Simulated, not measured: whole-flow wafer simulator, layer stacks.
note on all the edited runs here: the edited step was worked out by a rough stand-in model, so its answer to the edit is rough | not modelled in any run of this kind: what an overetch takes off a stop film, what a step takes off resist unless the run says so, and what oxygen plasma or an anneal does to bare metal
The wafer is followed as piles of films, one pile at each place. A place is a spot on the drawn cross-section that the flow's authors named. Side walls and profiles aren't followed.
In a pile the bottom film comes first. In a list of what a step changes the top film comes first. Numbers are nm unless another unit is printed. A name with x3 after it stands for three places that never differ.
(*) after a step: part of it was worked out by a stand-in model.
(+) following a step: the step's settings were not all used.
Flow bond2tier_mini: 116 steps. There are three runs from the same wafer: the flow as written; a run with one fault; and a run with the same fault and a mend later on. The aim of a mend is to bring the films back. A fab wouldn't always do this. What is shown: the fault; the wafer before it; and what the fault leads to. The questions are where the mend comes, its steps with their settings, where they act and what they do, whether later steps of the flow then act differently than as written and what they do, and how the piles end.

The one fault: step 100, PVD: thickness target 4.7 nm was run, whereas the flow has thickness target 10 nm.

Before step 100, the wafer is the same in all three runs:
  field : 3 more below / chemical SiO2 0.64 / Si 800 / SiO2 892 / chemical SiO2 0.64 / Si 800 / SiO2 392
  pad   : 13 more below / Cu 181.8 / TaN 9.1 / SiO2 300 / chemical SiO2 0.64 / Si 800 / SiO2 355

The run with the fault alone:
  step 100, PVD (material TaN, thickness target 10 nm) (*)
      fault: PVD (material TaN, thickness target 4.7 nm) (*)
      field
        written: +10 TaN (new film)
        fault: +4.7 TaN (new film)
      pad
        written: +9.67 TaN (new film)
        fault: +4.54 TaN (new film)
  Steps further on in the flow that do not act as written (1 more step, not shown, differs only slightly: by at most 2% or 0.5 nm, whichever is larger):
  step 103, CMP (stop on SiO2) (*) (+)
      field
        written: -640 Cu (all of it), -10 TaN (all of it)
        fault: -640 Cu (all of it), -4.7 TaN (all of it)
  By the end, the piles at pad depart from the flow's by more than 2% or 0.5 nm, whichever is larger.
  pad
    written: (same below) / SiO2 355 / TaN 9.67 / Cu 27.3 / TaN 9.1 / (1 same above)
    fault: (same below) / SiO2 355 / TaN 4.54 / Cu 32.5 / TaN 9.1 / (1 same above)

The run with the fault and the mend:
  The mend follows step 100.
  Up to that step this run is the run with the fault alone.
  step 100a, PVD (material TaN, thickness target 5.3 nm) (*) (the flow's step 100, run once more with other settings)
      field
        +5.3 TaN
      pad
        +5.12 TaN
  Every later step of the flow that is run acts as written at every place that is followed.
  When the end is reached, the piles differ only a little from the flow's at the places that both follow, at most by 2% or 0.5 nm, whichever is larger.
